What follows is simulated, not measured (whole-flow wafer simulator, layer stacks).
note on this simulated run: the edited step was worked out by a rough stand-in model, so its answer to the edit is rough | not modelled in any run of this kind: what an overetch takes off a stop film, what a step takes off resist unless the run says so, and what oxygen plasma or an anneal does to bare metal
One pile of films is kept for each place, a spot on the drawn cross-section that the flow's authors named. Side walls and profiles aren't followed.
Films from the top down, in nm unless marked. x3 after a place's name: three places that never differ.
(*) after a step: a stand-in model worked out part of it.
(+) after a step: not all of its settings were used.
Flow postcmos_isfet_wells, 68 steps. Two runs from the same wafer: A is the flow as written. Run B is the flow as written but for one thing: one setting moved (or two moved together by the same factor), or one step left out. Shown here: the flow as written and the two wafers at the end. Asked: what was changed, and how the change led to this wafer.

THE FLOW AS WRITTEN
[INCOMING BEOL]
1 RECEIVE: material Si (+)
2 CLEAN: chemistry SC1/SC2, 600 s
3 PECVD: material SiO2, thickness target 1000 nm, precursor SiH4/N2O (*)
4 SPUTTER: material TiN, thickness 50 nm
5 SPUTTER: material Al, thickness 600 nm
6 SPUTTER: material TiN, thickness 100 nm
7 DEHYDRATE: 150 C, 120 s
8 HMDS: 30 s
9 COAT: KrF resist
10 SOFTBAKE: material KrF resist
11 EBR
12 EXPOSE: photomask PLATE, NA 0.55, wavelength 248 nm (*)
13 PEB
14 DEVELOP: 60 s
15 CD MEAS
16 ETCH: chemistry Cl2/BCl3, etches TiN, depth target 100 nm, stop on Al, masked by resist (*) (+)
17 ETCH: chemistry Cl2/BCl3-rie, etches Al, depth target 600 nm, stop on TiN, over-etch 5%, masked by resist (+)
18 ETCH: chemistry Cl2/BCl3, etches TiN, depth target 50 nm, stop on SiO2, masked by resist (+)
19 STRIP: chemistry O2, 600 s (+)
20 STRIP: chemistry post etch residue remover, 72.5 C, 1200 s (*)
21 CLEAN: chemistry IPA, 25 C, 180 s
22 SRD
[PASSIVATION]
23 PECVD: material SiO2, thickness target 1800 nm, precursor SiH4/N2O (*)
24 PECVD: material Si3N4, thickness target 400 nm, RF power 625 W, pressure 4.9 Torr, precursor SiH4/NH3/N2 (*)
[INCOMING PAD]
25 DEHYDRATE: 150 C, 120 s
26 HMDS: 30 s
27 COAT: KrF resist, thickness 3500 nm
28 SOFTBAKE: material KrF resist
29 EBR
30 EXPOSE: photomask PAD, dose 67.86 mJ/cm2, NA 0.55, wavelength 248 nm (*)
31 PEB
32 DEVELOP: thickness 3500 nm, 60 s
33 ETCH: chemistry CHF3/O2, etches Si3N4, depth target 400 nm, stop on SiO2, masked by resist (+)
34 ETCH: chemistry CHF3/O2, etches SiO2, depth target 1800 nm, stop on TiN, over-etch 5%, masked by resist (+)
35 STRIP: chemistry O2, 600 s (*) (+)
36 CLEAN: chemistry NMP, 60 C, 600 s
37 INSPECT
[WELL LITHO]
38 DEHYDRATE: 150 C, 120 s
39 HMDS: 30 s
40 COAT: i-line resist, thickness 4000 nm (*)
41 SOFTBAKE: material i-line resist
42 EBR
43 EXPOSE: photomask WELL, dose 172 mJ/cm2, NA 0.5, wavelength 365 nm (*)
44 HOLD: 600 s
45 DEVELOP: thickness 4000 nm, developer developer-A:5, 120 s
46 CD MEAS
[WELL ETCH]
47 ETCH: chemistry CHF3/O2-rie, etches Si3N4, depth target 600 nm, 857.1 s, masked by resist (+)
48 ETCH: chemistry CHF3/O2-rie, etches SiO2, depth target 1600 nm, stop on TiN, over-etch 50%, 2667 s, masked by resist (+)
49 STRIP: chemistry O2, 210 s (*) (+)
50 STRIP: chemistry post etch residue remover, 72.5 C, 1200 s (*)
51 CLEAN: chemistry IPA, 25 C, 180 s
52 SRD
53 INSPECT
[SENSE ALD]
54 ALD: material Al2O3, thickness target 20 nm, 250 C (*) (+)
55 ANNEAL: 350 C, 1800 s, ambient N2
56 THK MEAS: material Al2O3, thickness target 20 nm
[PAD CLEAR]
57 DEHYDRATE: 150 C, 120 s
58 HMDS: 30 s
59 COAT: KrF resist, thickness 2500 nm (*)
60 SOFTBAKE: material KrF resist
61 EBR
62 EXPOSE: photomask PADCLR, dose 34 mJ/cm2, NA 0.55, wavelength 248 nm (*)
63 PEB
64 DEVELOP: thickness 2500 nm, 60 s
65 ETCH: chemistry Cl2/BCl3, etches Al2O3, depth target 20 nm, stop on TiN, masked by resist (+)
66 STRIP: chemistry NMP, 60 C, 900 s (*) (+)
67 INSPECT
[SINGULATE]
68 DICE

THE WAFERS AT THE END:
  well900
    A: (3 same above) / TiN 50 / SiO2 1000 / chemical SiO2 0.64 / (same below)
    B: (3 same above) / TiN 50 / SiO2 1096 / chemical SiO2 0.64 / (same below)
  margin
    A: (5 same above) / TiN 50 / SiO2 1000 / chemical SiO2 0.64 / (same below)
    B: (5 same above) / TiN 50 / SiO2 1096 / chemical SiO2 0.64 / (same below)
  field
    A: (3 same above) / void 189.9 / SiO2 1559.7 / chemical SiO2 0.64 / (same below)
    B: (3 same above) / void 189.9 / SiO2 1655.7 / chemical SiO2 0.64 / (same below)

The cause: step 3, PECVD: thickness target 1096 nm was run, where the flow has thickness target 1000 nm.
It can be read off the wafer: well900 has SiO2 1096, and step 3 as written asks for 1000 nm.

How the change led to this, step by step:
  3 PECVD: material SiO2, thickness target 1000 nm, precursor SiH4/N2O (*)
      field, margin, well900, well1300 x3, pad_rim, pad_clr, pad_open: A SiO2 +1000 (new film) | B SiO2 +1096 (new film)
